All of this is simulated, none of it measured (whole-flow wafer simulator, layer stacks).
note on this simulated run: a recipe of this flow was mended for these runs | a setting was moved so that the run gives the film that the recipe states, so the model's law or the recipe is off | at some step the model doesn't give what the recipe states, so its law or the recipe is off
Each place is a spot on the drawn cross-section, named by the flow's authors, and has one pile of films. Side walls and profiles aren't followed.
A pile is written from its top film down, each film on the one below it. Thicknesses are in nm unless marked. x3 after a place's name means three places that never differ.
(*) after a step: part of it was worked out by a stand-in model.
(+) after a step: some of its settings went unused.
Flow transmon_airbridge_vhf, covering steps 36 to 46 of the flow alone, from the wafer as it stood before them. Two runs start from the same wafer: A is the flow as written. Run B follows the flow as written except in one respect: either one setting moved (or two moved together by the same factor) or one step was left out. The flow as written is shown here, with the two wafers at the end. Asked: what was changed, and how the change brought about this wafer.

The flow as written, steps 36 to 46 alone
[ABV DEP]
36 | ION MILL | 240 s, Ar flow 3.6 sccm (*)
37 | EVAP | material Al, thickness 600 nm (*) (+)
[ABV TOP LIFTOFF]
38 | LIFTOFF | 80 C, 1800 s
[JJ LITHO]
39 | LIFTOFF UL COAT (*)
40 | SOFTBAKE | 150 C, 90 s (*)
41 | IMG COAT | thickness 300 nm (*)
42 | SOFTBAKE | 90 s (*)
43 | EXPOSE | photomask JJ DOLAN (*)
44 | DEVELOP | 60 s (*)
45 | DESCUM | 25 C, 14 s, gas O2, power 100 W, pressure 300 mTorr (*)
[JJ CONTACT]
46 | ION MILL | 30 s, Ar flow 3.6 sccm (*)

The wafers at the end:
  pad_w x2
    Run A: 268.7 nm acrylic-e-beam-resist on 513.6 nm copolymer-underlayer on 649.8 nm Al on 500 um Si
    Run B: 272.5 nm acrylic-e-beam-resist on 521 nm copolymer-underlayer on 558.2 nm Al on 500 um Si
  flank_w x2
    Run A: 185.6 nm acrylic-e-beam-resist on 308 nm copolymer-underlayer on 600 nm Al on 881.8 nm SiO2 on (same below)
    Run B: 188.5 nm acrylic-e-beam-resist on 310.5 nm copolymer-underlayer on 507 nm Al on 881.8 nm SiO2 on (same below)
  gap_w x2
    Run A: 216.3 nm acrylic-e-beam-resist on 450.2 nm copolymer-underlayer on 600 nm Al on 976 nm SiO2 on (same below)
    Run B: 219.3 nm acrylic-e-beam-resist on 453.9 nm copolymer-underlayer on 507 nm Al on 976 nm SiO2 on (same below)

Cause: step 37, EVAP: thickness 507 nm was run, while the flow as written has thickness 600 nm.
The wafer lets one read it off: flank_w x2 has Al 507, and step 37 as written asks for 600 nm.

How this came from the change, step by step:
  37 | EVAP | material Al, thickness 600 nm (*) (+)
      field x3, jj_line, ground_far and 10 more: A +600 Al (new film) | B +507 Al (new film)
      pad_w x2: A +591.1 Al | B +499.5 Al
  38 | LIFTOFF | 80 C, 1800 s
      field x3, jj_line, trace_open_s x2: A -600 Al (all of it), -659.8 i-line-resist (all of it), -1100 lift-off-underlayer (all of it), -240 acrylic-e-beam-resist (all of it) | B -507 Al (all of it), -659.8 i-line-resist (all of it), -1100 lift-off-underlayer (all of it), -240 acrylic-e-beam-resist (all of it)
      margin_s, margin_n: A -600 Al (all of it), -378.2 i-line-resist (all of it), -823.4 lift-off-underlayer (all of it), -168.6 acrylic-e-beam-resist (all of it) | B -507 Al (all of it), -378.2 i-line-resist (all of it), -823.4 lift-off-underlayer (all of it), -168.6 acrylic-e-beam-resist (all of it)
      (and at 1 other place as well)
  39 | LIFTOFF UL COAT (*)
      bridge_strip: A +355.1 copolymer-underlayer (new film) | B +365.4 copolymer-underlayer (new film)
  41 | IMG COAT | thickness 300 nm (*)
      bridge_strip: A +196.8 acrylic-e-beam-resist (new film) | B +202.2 acrylic-e-beam-resist (new film)
